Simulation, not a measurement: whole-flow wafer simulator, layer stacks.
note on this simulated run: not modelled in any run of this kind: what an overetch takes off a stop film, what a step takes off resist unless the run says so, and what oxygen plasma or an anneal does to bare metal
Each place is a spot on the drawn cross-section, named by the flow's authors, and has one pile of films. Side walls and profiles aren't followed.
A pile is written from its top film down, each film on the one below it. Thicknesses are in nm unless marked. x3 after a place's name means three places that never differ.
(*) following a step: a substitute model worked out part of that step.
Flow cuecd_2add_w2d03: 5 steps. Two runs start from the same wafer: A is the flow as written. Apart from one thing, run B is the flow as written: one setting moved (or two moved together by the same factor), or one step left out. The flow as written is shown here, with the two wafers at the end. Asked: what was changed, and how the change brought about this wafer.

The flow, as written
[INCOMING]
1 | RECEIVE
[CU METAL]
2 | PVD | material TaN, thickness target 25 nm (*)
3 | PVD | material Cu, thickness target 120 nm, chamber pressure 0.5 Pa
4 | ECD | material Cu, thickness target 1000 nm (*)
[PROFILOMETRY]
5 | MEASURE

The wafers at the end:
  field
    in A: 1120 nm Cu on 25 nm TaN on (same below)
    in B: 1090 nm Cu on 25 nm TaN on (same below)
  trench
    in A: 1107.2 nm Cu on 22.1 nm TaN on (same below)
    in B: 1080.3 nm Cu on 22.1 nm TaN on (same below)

What caused this: step 3, PVD: thickness target 90 nm was run, though the flow has thickness target 120 nm.

Step by step, how the change led to this:
  3 | PVD | material Cu, thickness target 120 nm, chamber pressure 0.5 Pa
      field: A +120 Cu (new film) | B +90 Cu (new film)
      trench: A +107.2 Cu (new film) | B +80.3 Cu (new film)
